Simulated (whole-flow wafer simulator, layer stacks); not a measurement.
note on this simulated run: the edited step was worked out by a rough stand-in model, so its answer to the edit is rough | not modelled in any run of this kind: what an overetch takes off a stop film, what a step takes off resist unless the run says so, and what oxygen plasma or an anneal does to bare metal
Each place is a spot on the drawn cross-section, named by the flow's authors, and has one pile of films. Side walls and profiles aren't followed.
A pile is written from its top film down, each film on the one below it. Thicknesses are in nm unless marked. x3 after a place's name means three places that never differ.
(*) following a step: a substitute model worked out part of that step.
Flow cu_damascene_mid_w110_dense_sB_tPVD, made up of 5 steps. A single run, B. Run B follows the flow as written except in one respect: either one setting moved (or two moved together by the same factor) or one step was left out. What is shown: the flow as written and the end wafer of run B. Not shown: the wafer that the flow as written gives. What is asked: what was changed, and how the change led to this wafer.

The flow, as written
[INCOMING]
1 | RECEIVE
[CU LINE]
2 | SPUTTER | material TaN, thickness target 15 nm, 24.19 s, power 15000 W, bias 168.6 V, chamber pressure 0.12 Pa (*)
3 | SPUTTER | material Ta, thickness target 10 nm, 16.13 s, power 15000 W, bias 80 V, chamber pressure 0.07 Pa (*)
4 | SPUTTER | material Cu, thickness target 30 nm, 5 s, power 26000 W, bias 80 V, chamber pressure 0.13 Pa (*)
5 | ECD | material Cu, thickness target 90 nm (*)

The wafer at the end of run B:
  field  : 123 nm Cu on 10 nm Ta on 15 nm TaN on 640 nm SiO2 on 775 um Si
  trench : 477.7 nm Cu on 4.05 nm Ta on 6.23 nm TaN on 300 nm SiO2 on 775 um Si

What caused this: step 4, SPUTTER: thickness target 33 nm was run, while the flow as written has thickness target 30 nm.

Step by step, how the change led to this:
  4 | SPUTTER | material Cu, thickness target 30 nm, 5 s, power 26000 W, bias 80 V, chamber pressure 0.13 Pa (*)
      field: +33 Cu (new film) (in the flow as written it would be: +30 Cu (new film))
      trench: +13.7 Cu (new film) (in the flow as written it would be: +12.5 Cu (new film))
